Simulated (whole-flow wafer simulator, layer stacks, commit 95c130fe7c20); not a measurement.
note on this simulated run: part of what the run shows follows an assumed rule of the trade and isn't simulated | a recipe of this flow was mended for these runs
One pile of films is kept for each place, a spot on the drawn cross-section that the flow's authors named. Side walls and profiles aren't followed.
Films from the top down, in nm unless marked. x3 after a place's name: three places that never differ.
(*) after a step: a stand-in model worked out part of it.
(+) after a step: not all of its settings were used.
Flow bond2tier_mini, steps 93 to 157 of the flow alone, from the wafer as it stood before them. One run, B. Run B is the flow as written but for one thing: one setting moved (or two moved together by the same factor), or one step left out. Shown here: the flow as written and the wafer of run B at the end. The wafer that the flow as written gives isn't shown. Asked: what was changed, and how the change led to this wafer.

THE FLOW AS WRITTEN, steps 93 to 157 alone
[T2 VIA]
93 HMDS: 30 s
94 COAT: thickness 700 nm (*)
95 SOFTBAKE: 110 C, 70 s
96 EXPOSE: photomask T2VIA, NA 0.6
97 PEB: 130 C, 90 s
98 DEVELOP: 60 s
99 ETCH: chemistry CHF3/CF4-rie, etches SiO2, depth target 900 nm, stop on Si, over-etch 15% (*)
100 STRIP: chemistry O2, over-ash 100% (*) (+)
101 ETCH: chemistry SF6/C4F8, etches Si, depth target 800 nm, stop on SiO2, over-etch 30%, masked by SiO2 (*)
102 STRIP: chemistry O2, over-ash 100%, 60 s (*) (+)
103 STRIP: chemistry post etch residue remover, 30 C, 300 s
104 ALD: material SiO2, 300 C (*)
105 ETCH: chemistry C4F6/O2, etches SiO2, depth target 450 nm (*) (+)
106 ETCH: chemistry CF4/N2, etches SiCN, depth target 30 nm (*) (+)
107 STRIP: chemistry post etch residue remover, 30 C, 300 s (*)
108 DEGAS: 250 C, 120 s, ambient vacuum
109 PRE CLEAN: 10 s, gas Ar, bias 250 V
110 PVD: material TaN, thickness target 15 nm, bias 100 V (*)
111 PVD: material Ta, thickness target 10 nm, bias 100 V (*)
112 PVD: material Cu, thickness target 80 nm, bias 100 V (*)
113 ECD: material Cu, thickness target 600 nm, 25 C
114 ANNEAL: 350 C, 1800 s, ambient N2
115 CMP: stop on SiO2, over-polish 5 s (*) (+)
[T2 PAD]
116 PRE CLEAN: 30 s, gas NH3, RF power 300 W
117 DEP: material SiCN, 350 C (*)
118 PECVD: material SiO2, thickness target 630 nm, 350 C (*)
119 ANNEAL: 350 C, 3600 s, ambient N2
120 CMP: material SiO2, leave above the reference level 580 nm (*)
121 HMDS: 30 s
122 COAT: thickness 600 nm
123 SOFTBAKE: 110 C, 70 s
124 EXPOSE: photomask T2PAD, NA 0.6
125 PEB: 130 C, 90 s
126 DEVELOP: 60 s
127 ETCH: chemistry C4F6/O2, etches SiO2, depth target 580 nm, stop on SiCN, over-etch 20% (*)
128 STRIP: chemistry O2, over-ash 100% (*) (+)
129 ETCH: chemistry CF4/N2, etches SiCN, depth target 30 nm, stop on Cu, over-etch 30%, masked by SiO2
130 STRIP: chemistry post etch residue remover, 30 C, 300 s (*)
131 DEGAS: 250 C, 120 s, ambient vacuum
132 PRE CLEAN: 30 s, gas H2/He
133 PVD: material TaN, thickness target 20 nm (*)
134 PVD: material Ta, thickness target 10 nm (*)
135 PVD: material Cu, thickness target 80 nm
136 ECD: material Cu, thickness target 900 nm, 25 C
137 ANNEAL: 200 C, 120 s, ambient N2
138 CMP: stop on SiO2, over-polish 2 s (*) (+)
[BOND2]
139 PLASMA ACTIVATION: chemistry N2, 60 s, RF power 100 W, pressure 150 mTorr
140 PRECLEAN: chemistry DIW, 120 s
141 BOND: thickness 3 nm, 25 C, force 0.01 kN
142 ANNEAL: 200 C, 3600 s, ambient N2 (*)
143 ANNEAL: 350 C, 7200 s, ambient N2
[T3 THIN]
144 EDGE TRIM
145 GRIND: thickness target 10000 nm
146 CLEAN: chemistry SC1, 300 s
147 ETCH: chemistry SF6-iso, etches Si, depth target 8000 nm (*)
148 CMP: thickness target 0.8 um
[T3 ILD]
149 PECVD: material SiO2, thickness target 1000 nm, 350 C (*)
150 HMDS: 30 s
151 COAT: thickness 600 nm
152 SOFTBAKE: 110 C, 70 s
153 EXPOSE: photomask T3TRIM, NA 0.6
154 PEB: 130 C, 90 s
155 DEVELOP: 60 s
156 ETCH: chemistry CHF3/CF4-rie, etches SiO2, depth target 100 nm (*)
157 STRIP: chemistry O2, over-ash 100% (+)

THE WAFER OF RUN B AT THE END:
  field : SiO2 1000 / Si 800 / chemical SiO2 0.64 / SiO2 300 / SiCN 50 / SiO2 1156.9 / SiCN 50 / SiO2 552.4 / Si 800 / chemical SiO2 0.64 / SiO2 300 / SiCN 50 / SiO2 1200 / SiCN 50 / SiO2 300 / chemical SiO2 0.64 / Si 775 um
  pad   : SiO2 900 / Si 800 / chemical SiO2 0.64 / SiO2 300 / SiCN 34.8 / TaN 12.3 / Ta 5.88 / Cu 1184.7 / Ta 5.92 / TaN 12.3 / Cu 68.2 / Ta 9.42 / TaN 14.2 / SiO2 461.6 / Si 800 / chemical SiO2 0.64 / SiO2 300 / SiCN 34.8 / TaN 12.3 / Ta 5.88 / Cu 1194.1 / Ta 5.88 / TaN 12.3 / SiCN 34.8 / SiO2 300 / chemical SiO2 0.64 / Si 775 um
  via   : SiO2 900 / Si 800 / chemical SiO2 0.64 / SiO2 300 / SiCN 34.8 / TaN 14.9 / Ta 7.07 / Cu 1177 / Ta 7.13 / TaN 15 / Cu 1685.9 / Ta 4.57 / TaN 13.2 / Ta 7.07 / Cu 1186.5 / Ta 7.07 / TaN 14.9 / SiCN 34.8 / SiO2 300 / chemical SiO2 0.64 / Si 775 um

The cause: step 106, ETCH: depth target 37 nm was run, where the flow has depth target 30 nm; step 109, PRE CLEAN: bias 308 V was run, where the flow has bias 250 V.

How the change led to this, step by step:
  106 ETCH: chemistry CF4/N2, etches SiCN, depth target 30 nm (*) (+)
      field, pad: SiO2 -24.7 (as written it would be: SiO2 -20)
      via: SiCN -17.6 (all of it), TaN -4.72 (as written it would be: SiCN -17.6 (all of it), TaN -3.01)
  109 PRE CLEAN: 10 s, gas Ar, bias 250 V
      via: TaN -3.82 (as written it would be: TaN -3.19)
